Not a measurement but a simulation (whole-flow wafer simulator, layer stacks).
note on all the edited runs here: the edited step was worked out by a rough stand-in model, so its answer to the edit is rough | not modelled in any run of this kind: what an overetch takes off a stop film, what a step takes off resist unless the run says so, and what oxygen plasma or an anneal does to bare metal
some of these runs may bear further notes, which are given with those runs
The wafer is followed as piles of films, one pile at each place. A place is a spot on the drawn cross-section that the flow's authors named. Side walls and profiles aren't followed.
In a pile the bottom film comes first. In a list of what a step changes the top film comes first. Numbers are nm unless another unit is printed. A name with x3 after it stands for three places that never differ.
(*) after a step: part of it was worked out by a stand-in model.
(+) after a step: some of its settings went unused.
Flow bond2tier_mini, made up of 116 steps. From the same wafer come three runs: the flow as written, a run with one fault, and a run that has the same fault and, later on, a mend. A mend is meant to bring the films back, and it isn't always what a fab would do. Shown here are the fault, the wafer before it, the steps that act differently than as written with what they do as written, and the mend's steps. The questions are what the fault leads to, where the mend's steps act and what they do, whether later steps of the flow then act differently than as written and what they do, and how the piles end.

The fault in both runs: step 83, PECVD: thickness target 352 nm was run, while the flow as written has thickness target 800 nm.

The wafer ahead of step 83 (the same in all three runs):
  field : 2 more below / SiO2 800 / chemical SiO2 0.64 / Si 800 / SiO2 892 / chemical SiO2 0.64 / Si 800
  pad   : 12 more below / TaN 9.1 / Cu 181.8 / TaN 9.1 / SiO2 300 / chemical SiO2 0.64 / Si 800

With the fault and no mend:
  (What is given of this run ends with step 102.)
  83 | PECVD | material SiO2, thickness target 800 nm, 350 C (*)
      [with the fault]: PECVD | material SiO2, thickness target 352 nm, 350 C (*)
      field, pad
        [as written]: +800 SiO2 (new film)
        [with the fault]: +352 SiO2 (new film)
  Later steps of the flow acting differently than as written (1 other step is not shown; it differs only slightly, by no more than 2% or 0.5 nm, whichever is larger):
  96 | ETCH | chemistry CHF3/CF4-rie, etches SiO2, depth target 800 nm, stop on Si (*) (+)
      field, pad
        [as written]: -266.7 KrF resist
        [with the fault]: -157.5 KrF resist
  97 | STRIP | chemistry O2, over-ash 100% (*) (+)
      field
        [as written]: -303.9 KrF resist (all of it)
        [with the fault]: -413.1 KrF resist (all of it)
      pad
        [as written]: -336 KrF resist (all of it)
        [with the fault]: -445.1 KrF resist (all of it)
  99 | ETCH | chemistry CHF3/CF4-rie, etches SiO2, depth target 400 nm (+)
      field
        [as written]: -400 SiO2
        [with the fault]: -344 SiO2 (all of it), -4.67 Si
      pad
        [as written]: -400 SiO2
        [with the fault]: -307 SiO2 (all of it), -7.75 Si
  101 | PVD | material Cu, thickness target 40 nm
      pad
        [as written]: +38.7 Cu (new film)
        [with the fault]: +40 Cu (new film)
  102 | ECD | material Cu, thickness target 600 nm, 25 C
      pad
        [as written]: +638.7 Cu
        [with the fault]: +603.1 Cu
  Once step 102 is done, the piles at field, pad depart from the flow's by more than 2% or 0.5 nm, whichever is larger.
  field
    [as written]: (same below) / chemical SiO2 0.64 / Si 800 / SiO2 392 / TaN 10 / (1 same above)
    [with the fault]: (same below) / chemical SiO2 0.64 / Si 795.3 / TaN 10 / (1 same above)
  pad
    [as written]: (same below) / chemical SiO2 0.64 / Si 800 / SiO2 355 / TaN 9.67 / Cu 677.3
    [with the fault]: (same below) / chemical SiO2 0.64 / Si 792.2 / TaN 10 / Cu 643.1

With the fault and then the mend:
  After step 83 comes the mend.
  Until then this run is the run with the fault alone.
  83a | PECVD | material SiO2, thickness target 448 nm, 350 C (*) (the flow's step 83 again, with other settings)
      field, pad
        +448 SiO2
  Later steps of the flow that are run all act as written at every place that is followed.
  At every place that both follow, the piles at the end match the flow's.
